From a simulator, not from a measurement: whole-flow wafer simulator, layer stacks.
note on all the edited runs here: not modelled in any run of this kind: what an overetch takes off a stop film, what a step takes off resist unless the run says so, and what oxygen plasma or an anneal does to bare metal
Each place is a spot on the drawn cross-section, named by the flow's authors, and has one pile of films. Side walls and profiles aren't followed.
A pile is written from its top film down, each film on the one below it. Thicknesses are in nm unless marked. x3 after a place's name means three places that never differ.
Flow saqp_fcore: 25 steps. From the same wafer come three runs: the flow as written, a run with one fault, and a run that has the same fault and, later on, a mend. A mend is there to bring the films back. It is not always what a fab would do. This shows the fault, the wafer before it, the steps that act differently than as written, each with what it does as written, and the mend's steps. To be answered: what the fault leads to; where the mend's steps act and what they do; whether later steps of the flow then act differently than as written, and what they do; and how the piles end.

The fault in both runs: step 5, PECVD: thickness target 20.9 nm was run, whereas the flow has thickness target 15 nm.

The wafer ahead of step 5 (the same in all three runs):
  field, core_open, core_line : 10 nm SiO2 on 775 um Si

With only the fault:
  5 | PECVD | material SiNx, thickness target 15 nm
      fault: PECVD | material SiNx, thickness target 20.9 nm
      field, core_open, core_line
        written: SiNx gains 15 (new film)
        fault: SiNx gains 20.9 (new film)
  Later steps of the flow that are run all act as written at every place that is followed.
  At field, core_open, core_line, the piles at the end differ from the flow's by more than 2% or 0.5 nm, whichever is larger.
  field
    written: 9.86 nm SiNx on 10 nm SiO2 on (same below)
    fault: 15.8 nm SiNx on 10 nm SiO2 on (same below)
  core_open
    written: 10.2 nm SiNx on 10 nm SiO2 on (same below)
    fault: 16.1 nm SiNx on 10 nm SiO2 on (same below)
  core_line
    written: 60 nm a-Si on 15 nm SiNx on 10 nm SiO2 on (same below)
    fault: 60 nm a-Si on 20.9 nm SiNx on 10 nm SiO2 on (same below)

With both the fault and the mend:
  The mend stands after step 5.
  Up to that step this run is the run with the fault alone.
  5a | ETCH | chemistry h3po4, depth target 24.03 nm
      field, core_open, core_line
        SiNx loses 20.9 (all of it)
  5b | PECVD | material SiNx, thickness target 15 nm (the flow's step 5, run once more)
      field, core_open, core_line
        SiNx gains 15 (new film)
  Later steps of the flow that are run all act as written at every place that is followed.
  The piles end the same as the flow's at every place that both follow.
